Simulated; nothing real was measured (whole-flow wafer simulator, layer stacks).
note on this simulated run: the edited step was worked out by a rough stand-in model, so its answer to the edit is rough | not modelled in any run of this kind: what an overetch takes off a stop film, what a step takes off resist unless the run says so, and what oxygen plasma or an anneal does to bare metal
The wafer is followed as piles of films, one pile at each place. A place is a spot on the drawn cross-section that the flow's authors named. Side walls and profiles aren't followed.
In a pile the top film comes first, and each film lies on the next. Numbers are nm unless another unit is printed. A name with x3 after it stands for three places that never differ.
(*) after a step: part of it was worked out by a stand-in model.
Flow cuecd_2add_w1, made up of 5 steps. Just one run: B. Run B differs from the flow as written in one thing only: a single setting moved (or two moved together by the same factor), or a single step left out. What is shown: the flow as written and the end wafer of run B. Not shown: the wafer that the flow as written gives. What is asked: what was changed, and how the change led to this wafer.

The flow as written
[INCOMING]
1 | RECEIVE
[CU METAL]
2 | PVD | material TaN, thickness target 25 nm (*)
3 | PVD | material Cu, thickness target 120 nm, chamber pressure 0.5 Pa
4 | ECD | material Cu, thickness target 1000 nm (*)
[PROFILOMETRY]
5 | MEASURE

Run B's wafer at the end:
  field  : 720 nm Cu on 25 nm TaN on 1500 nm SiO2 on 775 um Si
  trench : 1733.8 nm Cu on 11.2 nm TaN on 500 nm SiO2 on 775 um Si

The reason: step 4, ECD: thickness target 600 nm was run, though the flow has thickness target 1000 nm.

How this came from the change, step by step:
  4 | ECD | material Cu, thickness target 1000 nm (*)
      field: +600 Cu (it would be, as written: +1000 Cu)
      trench: +1680.2 Cu (it would be, as written: +2080.2 Cu)
